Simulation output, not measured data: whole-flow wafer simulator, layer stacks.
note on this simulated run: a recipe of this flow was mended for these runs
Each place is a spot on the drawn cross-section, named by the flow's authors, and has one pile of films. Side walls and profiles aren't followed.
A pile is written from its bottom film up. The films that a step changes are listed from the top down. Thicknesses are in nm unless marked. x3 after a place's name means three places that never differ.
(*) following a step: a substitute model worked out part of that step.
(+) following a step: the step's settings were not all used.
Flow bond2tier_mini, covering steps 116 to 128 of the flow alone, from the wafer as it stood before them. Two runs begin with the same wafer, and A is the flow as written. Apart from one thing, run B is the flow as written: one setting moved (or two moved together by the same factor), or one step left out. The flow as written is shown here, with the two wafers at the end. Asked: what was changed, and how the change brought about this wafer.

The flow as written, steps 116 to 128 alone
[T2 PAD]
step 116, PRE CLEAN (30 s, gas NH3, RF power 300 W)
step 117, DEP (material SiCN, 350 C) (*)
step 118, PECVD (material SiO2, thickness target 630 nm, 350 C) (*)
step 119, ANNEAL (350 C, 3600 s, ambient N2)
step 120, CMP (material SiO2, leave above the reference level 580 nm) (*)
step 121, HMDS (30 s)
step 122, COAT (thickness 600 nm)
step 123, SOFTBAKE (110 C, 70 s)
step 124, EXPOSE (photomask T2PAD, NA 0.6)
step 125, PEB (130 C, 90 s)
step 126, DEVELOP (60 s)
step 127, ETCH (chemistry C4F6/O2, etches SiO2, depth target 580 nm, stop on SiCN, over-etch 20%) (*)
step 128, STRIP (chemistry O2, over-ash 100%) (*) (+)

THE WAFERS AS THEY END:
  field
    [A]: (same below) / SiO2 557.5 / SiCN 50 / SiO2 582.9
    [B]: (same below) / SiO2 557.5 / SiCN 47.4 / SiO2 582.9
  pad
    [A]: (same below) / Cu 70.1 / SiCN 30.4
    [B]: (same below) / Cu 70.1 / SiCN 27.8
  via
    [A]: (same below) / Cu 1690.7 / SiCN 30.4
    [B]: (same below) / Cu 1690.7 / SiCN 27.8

Cause: step 117, DEP: 363 C was run, though the flow has 350 C.

The path from the change to this, step by step:
  step 117, DEP (material SiCN, 350 C) (*)
      field, pad, via: A SiCN gains 50 (new film) | B SiCN gains 47.4 (new film)
